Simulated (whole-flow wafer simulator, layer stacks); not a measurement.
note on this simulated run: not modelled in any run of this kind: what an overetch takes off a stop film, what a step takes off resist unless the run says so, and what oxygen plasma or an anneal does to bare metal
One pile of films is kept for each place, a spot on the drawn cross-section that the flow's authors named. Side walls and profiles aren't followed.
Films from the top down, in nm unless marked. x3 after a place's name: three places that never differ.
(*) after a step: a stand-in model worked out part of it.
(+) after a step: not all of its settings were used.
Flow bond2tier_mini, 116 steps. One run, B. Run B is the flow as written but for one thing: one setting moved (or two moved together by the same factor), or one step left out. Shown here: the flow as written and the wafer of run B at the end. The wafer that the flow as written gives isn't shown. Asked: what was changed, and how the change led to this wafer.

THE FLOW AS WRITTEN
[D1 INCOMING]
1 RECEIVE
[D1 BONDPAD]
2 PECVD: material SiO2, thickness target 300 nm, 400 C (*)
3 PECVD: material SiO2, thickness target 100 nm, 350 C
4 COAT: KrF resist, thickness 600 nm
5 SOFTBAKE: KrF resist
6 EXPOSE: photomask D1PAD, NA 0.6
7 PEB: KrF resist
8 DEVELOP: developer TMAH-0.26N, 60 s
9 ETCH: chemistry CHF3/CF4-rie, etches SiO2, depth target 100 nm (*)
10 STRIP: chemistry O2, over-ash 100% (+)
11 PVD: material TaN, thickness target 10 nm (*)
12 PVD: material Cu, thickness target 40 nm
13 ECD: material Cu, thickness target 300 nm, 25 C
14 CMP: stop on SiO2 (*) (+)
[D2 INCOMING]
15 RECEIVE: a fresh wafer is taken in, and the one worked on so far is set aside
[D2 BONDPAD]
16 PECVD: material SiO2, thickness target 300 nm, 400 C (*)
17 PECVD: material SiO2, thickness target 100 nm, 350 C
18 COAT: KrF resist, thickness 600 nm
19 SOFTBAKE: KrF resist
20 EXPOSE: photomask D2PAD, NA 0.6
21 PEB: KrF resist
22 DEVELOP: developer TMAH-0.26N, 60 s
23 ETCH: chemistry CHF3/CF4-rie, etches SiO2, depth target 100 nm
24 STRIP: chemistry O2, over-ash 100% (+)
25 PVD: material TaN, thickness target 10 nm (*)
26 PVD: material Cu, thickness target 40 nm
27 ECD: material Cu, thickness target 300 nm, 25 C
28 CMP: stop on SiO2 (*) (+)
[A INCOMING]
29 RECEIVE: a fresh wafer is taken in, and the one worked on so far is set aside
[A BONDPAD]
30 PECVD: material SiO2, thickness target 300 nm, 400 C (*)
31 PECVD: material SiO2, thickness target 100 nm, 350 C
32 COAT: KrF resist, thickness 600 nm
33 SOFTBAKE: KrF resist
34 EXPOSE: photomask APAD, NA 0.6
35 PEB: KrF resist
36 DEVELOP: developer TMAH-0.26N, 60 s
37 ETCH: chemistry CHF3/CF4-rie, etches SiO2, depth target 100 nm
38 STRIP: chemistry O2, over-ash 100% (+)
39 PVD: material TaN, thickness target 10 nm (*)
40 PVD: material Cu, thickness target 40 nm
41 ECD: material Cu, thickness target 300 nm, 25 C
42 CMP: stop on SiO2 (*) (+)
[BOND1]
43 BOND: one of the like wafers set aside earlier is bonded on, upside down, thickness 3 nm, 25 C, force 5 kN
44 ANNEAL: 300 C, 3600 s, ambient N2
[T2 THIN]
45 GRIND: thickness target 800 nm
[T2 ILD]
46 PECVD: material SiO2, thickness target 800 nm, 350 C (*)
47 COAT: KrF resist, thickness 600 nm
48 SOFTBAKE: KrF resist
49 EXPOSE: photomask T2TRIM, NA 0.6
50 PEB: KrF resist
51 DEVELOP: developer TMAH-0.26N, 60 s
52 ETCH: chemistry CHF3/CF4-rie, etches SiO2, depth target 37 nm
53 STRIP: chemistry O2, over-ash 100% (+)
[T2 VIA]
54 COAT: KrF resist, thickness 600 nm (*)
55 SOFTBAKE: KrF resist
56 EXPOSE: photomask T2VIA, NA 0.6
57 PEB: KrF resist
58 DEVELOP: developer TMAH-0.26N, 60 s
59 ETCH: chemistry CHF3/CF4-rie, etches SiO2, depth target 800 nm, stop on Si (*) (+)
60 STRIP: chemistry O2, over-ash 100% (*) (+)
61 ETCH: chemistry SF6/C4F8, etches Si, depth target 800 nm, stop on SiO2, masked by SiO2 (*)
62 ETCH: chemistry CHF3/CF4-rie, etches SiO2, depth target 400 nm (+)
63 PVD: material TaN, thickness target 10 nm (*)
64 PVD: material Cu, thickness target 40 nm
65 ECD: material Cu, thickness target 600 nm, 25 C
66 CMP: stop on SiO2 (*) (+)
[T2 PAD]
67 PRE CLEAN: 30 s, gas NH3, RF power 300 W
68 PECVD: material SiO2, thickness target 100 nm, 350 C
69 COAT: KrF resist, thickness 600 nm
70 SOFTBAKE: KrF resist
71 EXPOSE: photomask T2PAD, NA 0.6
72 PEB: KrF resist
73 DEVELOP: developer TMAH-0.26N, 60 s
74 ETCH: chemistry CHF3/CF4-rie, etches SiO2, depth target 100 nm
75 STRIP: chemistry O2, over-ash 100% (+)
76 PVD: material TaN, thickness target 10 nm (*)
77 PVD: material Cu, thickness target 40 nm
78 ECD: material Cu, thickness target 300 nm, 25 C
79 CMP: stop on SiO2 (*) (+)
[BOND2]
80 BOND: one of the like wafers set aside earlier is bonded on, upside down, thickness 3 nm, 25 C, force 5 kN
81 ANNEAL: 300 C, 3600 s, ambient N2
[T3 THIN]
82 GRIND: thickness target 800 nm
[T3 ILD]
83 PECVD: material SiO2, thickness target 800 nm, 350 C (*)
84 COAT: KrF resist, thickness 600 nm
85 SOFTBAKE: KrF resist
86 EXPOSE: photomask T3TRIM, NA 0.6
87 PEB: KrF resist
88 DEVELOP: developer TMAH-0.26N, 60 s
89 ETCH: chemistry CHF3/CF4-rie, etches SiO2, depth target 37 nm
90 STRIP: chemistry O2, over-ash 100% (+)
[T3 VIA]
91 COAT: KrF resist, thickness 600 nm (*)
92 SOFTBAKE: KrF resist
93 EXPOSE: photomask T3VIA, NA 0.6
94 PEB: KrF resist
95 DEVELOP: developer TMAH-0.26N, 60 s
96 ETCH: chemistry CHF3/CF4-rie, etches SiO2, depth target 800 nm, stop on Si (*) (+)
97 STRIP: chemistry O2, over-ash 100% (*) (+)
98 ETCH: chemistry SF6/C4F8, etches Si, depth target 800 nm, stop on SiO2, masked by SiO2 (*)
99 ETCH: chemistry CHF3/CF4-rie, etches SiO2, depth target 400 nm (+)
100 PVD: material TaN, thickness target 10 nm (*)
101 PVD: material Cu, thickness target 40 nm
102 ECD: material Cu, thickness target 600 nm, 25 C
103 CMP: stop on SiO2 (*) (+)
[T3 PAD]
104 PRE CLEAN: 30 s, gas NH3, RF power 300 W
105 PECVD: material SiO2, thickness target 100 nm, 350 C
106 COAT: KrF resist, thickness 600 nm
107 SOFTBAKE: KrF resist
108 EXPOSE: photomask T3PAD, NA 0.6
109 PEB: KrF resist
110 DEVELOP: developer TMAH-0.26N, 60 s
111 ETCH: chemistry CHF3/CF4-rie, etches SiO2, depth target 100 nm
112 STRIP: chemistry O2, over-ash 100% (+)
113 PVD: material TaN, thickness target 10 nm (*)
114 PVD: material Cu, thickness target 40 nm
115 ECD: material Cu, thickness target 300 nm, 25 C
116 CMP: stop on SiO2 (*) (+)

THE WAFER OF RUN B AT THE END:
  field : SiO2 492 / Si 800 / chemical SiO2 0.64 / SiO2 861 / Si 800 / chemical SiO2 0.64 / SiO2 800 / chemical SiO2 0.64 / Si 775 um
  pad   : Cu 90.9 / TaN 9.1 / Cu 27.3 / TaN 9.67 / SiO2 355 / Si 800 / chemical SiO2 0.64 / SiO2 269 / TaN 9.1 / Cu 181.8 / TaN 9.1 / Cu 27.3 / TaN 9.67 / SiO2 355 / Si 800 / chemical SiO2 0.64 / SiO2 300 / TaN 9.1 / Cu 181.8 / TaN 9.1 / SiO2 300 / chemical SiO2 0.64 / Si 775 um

The cause: step 17, PECVD: thickness target 69 nm was run, where the flow has thickness target 100 nm.

How the change led to this, step by step:
  17 PECVD: material SiO2, thickness target 100 nm, 350 C
      field, pad, via: SiO2 +69 (as written it would be: SiO2 +100)
  80 BOND: one of the like wafers set aside earlier is bonded on, upside down, thickness 3 nm, 25 C, force 5 kN
      field: Si +775 um (new film), chemical SiO2 +0.64 (new film), SiO2 +369 (as written it would be: Si +775 um (new film), chemical SiO2 +0.64 (new film), SiO2 +400)
      pad: Si +775 um (new film), chemical SiO2 +0.64 (new film), SiO2 +269 (new film), TaN +9.1 (new film), Cu +90.9 (as written it would be: Si +775 um (new film), chemical SiO2 +0.64 (new film), SiO2 +300 (new film), TaN +9.1 (new film), Cu +90.9)
